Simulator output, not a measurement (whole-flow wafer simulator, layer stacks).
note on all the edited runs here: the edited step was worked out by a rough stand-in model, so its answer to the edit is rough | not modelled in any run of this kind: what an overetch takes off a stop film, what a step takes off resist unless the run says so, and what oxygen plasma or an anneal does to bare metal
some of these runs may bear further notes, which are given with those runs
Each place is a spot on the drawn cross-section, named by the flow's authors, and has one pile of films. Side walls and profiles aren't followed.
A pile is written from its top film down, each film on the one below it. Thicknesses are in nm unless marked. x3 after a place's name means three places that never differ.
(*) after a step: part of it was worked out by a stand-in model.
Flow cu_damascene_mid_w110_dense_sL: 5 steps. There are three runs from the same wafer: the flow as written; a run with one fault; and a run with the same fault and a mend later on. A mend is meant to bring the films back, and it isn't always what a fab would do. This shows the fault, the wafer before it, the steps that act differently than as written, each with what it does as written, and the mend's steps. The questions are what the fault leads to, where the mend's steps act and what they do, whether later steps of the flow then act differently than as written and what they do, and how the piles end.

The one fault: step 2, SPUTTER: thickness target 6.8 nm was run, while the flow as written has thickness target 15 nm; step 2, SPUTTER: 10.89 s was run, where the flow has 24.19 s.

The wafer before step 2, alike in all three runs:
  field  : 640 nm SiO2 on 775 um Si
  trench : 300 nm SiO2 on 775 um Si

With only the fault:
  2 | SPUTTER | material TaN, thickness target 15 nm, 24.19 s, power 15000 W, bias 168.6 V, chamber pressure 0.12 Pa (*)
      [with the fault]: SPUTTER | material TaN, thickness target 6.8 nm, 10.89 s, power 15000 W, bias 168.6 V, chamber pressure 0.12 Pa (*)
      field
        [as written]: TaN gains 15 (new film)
        [with the fault]: TaN gains 6.8 (new film)
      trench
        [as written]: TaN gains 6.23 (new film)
        [with the fault]: TaN gains 2.82 (new film)
  Steps further on in the flow that do not act as written (2 more steps, not shown, differ only slightly: by at most 2% or 0.5 nm, whichever is larger):
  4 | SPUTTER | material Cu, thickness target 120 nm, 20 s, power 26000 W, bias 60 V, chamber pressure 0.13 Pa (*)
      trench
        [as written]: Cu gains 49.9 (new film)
        [with the fault]: Cu gains 51.3 (new film)
  The piles end different from the flow's at field, trench by more than 2% or 0.5 nm, whichever is larger.
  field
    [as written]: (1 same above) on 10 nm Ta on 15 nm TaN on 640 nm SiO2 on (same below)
    [with the fault]: (1 same above) on 10 nm Ta on 6.8 nm TaN on 640 nm SiO2 on (same below)
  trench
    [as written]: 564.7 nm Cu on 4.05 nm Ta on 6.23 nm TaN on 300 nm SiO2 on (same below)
    [with the fault]: 559.8 nm Cu on 4.15 nm Ta on 2.82 nm TaN on 300 nm SiO2 on (same below)

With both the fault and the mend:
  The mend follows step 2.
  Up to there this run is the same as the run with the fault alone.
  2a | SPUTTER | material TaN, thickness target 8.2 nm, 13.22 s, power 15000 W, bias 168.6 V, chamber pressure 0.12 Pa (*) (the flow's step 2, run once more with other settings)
      field
        TaN gains 8.2
      trench
        TaN gains 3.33
  Later steps of the flow that are run all act as written at every place that is followed, up to a difference of at most 2% or 0.5 nm, whichever is larger.
  When the end is reached, the piles differ only a little from the flow's at the places that both follow, at most by 2% or 0.5 nm, whichever is larger.
